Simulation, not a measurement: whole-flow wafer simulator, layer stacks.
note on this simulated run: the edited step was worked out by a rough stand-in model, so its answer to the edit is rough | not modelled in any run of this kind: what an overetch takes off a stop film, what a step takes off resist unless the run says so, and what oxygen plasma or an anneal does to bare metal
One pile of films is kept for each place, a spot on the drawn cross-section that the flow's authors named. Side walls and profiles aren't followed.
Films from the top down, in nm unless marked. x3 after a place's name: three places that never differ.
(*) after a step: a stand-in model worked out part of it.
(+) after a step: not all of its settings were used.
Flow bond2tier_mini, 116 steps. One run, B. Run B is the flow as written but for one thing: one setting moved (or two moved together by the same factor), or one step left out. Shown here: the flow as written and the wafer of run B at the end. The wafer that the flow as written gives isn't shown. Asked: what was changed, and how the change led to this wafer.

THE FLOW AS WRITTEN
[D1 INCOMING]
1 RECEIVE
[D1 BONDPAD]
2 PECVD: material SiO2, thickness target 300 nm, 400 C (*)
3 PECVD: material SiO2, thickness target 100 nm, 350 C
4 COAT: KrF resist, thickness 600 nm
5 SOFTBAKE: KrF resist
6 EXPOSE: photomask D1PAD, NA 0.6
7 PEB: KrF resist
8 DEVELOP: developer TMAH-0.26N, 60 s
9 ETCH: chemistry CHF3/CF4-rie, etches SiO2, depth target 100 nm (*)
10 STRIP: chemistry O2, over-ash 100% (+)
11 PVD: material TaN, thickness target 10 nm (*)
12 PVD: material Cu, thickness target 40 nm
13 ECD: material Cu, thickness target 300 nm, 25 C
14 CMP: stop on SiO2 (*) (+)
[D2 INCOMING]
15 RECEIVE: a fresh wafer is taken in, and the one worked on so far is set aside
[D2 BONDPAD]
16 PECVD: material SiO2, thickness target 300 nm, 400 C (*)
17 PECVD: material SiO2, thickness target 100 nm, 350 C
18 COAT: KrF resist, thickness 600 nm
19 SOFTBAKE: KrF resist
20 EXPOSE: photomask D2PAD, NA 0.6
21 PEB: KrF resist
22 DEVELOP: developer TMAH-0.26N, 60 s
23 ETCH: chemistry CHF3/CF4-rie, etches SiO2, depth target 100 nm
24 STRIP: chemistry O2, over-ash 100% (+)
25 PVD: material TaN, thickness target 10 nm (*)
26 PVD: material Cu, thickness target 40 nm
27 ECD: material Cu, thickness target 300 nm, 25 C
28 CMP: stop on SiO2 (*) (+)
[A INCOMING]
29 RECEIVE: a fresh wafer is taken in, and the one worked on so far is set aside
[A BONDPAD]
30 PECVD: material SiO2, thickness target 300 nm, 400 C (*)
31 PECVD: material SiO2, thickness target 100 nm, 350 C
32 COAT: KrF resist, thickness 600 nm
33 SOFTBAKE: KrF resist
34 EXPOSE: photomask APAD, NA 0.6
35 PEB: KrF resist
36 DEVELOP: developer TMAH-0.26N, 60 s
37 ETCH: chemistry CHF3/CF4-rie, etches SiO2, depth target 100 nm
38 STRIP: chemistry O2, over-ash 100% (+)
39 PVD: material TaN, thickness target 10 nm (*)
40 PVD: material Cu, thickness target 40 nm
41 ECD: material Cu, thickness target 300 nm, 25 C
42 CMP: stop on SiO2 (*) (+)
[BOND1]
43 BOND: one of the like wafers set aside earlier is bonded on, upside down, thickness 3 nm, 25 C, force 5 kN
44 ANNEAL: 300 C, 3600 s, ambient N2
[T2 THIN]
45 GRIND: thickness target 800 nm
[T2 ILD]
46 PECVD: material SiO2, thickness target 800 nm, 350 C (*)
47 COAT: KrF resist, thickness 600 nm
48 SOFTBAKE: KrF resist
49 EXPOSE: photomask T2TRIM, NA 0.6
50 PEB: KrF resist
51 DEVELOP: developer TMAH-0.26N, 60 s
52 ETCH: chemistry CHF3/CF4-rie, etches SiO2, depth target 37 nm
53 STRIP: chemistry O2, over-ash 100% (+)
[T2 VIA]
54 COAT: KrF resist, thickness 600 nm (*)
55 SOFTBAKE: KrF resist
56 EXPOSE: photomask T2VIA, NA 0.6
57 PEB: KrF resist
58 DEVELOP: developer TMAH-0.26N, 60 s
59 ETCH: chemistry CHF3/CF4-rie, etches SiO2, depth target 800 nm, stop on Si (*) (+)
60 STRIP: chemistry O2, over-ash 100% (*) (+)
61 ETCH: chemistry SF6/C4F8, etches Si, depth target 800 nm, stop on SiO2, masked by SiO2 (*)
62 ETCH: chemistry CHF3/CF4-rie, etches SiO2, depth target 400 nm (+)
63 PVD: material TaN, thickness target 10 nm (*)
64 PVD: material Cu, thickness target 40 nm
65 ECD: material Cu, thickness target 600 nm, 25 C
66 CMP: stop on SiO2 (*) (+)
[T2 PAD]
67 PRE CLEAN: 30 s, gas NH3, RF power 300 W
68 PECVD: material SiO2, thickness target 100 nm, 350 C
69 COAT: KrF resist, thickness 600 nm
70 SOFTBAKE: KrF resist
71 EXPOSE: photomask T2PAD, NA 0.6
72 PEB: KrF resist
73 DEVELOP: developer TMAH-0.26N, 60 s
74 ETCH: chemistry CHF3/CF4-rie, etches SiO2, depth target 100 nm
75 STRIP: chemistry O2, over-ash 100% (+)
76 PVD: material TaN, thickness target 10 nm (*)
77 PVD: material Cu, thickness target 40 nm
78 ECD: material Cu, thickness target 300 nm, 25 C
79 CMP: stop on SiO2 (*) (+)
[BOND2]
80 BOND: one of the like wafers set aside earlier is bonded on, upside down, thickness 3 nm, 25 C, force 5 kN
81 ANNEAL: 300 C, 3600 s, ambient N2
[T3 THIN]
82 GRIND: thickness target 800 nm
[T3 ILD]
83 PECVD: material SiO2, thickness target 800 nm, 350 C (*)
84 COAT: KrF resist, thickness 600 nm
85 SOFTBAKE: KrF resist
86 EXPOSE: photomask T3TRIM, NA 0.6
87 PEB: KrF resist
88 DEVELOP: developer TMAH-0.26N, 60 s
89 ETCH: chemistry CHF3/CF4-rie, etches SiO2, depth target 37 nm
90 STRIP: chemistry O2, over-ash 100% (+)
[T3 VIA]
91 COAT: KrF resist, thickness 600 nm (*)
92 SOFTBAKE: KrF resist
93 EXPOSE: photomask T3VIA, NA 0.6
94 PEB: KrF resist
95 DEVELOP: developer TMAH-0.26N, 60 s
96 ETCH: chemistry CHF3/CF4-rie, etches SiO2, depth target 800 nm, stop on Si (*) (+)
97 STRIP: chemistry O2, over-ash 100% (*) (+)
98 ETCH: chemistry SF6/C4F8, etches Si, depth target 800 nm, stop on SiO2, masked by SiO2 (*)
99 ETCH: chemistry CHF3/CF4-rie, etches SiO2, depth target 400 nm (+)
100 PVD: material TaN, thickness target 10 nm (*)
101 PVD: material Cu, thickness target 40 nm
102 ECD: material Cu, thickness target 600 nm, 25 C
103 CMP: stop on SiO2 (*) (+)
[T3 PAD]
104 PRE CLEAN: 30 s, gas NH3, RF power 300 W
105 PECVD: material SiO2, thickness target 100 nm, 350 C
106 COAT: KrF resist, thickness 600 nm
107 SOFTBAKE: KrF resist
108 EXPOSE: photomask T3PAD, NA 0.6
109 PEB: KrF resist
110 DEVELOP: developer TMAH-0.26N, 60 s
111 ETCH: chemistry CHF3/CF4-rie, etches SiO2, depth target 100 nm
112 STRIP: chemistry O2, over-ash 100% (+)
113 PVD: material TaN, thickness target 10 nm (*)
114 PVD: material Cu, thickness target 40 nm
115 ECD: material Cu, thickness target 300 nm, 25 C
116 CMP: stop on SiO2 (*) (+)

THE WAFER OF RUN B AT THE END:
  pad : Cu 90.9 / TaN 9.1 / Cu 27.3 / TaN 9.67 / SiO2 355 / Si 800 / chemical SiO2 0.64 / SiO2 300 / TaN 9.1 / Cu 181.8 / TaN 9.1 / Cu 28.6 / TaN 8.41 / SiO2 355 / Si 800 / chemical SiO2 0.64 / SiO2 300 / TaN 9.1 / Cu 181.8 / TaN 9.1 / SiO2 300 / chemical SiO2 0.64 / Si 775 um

The cause: step 63, PVD: thickness target 8.7 nm was run, where the flow has thickness target 10 nm.

How the change led to this, step by step:
  63 PVD: material TaN, thickness target 10 nm (*)
      field: TaN +8.7 (new film) (as written it would be: TaN +10 (new film))
      pad: TaN +8.41 (new film) (as written it would be: TaN +9.67 (new film))
  66 CMP: stop on SiO2 (*) (+)
      field: Cu -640 (all of it), TaN -8.7 (all of it) (as written it would be: Cu -640 (all of it), TaN -10 (all of it))
